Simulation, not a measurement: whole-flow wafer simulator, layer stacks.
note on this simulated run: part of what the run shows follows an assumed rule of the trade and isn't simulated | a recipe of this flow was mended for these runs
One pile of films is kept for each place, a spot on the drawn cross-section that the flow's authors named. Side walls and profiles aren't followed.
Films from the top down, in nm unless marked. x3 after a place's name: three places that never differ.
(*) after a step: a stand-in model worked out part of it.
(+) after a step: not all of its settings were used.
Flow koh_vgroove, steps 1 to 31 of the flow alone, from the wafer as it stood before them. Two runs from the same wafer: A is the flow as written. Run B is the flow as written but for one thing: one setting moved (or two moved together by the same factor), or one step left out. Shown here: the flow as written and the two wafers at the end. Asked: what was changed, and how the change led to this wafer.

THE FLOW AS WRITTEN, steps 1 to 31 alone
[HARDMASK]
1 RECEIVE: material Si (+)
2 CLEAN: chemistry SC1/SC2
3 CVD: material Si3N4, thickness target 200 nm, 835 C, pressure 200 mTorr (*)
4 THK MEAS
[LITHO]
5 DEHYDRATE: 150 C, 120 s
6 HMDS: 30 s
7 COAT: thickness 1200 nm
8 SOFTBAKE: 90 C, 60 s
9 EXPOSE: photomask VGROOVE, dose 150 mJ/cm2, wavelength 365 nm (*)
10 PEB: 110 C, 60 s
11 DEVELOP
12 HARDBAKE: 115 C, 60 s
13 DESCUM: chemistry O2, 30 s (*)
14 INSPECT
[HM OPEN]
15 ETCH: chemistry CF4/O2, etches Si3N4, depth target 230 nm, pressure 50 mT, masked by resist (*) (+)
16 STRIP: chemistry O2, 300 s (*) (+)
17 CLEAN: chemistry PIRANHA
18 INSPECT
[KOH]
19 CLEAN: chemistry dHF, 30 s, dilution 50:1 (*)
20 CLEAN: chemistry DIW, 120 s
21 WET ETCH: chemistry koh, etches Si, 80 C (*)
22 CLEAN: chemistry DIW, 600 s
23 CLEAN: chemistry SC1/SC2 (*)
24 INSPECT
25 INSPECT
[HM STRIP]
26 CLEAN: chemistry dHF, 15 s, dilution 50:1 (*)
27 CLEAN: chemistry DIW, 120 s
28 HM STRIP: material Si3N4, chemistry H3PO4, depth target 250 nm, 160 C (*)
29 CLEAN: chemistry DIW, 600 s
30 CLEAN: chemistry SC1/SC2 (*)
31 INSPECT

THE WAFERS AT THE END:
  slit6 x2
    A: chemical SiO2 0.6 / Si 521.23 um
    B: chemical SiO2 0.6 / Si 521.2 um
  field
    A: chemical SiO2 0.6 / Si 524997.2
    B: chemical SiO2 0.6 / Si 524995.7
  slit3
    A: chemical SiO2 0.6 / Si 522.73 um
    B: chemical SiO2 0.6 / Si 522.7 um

The cause: step 3, CVD: thickness target 170 nm was run, where the flow has thickness target 200 nm.

How the change led to this, step by step:
  3 CVD: material Si3N4, thickness target 200 nm, 835 C, pressure 200 mTorr (*)
      field, slit3, slit2, slit6 x2: A Si3N4 +200 (new film) | B Si3N4 +170 (new film)
  15 ETCH: chemistry CF4/O2, etches Si3N4, depth target 230 nm, pressure 50 mT, masked by resist (*) (+)
      slit3, slit2, slit6 x2: A Si3N4 -200 (all of it), chemical SiO2 -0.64 (all of it), Si -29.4 | B Si3N4 -170 (all of it), chemical SiO2 -0.64 (all of it), Si -59.4
  28 HM STRIP: material Si3N4, chemistry H3PO4, depth target 250 nm, 160 C (*)
      field: A Si3N4 -198.7 (all of it), chemical SiO2 -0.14, Si -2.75 | B Si3N4 -168.7 (all of it), chemical SiO2 -0.14, Si -4.25
